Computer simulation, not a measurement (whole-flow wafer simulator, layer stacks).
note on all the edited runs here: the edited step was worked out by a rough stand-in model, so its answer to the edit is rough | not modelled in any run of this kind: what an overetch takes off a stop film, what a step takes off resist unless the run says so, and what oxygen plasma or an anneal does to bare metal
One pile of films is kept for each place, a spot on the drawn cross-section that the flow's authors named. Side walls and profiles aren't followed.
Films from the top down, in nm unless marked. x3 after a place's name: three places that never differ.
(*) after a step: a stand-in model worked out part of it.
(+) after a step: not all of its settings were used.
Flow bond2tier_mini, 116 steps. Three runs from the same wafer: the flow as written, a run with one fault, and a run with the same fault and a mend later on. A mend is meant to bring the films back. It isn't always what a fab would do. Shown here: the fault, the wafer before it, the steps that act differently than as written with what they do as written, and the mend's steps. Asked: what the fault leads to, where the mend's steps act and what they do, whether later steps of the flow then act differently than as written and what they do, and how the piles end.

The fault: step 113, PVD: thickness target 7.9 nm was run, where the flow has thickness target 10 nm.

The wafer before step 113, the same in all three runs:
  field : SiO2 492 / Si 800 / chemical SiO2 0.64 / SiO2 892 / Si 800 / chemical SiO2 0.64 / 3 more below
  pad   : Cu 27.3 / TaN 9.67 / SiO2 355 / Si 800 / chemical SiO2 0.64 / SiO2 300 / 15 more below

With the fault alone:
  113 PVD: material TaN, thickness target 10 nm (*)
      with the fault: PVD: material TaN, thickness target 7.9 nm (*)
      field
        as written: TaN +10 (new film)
        with the fault: TaN +7.9 (new film)
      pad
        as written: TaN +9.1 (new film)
        with the fault: TaN +7.19 (new film)
  Later steps of the flow that act differently than as written (1 more step differs only slightly, by at most 2% or 0.5 nm, whichever is larger, and isn't shown):
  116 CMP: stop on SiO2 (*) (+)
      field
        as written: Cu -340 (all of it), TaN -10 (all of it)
        with the fault: Cu -340 (all of it), TaN -7.9 (all of it)
  At the end the piles differ from the flow's by more than 2% or 0.5 nm, whichever is larger, at pad.
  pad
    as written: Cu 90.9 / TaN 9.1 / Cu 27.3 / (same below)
    with the fault: Cu 92.8 / TaN 7.19 / Cu 27.3 / (same below)

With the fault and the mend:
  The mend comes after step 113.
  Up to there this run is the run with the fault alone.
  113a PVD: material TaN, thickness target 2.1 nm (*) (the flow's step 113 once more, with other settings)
      field
        TaN +2.1
      pad
        TaN +1.91
  No later step of the flow acts differently than as written at any place that is followed.
  At the end the piles are the same as the flow's at every place that both follow.
